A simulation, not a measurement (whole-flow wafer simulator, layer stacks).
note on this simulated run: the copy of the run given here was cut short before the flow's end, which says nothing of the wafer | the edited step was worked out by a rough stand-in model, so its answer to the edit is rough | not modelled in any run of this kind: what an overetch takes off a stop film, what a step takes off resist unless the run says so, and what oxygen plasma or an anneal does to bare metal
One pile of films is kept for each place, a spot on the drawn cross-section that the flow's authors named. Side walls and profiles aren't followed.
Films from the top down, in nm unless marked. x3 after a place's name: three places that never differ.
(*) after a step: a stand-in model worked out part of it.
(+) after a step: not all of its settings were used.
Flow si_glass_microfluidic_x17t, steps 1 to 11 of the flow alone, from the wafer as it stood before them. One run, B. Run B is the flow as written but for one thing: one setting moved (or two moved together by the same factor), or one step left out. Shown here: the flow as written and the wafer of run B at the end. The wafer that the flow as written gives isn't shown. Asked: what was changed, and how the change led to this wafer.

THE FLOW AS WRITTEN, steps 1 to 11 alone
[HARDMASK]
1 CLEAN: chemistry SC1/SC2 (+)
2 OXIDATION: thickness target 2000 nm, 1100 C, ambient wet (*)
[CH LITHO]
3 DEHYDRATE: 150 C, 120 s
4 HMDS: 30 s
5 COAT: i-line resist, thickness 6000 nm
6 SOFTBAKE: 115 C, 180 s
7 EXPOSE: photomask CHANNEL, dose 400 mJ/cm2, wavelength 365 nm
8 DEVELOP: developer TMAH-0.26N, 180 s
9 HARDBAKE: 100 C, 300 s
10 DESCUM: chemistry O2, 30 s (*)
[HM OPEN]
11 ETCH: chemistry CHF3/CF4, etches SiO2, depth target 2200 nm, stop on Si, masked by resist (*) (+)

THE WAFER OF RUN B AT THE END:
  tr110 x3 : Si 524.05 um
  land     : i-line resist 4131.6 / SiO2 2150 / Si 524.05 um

The cause: step 2, OXIDATION: thickness target 2150 nm was run, where the flow has thickness target 2000 nm.
It can be read off the wafer: land has SiO2 2150, and step 2 as written asks for 2000 nm.

How the change led to this, step by step:
  2 OXIDATION: thickness target 2000 nm, 1100 C, ambient wet (*)
      land, tr110 x3: SiO2 +2150 (new film), chemical SiO2 -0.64 (all of it), Si -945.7 (as written it would be: SiO2 +2000 (new film), chemical SiO2 -0.64 (all of it), Si -879.7)
  11 ETCH: chemistry CHF3/CF4, etches SiO2, depth target 2200 nm, stop on Si, masked by resist (*) (+)
      tr110 x3: SiO2 -2150 (all of it) (as written it would be: SiO2 -2000 (all of it))
